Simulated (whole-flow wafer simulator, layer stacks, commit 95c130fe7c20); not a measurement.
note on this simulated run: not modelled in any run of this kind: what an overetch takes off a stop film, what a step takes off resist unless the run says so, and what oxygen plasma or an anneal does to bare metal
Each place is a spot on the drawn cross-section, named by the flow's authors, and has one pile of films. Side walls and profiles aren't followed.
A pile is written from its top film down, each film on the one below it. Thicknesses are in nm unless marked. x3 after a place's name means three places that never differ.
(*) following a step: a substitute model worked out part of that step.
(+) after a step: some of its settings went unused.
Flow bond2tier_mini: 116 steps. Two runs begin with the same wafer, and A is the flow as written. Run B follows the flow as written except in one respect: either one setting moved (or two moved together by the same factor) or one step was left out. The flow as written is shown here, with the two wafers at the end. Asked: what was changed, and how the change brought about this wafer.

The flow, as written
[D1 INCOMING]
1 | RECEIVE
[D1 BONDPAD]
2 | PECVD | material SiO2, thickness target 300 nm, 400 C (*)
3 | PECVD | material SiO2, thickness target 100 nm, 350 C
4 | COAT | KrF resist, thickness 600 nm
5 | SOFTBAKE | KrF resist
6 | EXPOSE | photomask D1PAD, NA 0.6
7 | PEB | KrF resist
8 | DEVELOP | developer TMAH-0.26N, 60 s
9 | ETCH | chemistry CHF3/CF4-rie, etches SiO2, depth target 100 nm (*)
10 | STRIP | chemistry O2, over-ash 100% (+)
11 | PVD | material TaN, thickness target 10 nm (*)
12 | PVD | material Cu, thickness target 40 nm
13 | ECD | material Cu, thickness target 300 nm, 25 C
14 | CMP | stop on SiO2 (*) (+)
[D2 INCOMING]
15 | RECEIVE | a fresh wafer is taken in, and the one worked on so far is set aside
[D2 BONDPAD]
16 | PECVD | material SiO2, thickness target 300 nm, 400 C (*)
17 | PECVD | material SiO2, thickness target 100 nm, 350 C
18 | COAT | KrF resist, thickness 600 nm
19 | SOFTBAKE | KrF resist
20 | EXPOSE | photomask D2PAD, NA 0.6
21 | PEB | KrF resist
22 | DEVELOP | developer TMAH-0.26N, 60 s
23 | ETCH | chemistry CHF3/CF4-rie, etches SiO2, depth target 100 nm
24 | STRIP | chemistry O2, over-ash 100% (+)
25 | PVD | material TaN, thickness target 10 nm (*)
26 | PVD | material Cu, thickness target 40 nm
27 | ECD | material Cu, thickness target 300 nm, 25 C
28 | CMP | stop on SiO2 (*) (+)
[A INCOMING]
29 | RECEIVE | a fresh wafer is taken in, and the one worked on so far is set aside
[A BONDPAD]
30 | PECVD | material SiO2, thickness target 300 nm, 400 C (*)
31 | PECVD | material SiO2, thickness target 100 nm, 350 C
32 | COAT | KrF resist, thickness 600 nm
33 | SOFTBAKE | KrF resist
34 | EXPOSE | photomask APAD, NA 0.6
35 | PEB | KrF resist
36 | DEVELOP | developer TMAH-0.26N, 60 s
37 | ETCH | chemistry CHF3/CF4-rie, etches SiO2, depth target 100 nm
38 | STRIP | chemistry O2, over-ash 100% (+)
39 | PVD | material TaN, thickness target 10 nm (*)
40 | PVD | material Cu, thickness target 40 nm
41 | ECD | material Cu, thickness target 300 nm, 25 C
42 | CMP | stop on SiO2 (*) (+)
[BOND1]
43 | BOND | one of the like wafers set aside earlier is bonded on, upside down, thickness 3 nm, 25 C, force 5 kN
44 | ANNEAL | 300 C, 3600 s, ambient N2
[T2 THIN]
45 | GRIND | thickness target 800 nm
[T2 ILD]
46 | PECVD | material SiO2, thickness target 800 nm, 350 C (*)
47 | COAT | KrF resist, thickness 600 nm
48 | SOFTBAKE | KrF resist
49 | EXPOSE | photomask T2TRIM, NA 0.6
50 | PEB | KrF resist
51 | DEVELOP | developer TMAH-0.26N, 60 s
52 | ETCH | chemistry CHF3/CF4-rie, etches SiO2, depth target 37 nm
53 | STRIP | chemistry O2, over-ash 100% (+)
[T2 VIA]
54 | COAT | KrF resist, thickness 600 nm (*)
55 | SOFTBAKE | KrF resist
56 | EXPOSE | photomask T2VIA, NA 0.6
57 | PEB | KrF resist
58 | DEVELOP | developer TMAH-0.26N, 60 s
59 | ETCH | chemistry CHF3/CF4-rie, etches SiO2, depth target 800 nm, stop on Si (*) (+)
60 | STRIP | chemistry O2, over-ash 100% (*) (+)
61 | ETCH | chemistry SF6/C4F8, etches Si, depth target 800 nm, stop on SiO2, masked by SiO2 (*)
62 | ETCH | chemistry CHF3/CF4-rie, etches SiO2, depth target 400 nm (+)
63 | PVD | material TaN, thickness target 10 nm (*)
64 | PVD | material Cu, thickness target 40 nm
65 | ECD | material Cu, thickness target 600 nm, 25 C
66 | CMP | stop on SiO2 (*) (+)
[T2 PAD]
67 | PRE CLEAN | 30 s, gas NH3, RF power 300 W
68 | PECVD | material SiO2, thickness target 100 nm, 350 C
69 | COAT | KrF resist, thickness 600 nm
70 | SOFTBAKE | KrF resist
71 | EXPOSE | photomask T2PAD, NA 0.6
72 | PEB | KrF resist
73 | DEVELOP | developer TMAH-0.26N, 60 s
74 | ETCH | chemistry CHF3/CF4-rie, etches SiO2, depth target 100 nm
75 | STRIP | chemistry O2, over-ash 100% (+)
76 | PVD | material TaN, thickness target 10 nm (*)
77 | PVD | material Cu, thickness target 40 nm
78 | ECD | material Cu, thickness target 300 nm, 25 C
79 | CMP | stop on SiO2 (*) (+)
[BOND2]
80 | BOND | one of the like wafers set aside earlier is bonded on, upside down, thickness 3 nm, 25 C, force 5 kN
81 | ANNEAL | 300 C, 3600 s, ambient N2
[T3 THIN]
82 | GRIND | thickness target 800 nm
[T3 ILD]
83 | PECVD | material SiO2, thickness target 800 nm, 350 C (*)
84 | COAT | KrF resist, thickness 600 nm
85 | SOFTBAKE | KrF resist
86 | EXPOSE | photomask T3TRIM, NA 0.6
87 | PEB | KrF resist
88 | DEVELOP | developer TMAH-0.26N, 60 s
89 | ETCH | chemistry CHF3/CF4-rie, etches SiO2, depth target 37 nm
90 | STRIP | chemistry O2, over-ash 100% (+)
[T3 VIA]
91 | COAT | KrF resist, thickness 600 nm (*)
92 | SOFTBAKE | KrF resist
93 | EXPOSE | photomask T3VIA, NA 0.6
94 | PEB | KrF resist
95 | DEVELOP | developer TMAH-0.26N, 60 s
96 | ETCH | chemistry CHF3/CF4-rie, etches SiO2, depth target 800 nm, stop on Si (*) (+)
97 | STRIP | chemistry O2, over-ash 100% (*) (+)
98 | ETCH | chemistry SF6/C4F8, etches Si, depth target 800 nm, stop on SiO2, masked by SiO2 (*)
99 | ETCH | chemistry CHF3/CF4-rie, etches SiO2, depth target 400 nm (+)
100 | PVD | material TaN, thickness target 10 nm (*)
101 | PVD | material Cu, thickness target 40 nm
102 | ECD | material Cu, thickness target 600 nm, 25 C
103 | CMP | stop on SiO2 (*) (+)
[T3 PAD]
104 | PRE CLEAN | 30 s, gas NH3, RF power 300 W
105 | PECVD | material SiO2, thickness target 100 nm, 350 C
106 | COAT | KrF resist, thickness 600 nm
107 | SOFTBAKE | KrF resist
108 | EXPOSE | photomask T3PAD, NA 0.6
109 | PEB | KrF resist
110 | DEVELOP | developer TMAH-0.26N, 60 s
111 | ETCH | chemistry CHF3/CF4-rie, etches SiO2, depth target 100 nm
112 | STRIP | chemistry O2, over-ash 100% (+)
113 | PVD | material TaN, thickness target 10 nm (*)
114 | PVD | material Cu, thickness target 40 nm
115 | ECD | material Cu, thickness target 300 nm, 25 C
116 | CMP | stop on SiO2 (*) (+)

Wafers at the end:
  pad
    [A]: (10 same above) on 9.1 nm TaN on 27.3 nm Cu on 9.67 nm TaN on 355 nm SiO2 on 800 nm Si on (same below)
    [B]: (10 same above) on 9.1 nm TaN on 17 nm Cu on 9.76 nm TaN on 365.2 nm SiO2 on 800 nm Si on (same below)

The reason: step 52, ETCH: depth target 26.8 nm was run, while the flow as written has depth target 37 nm.

The path from the change to this, step by step:
  52 | ETCH | chemistry CHF3/CF4-rie, etches SiO2, depth target 37 nm
      pad, via: A -37 SiO2 | B -26.8 SiO2
      field: A -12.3 KrF resist | B -8.93 KrF resist
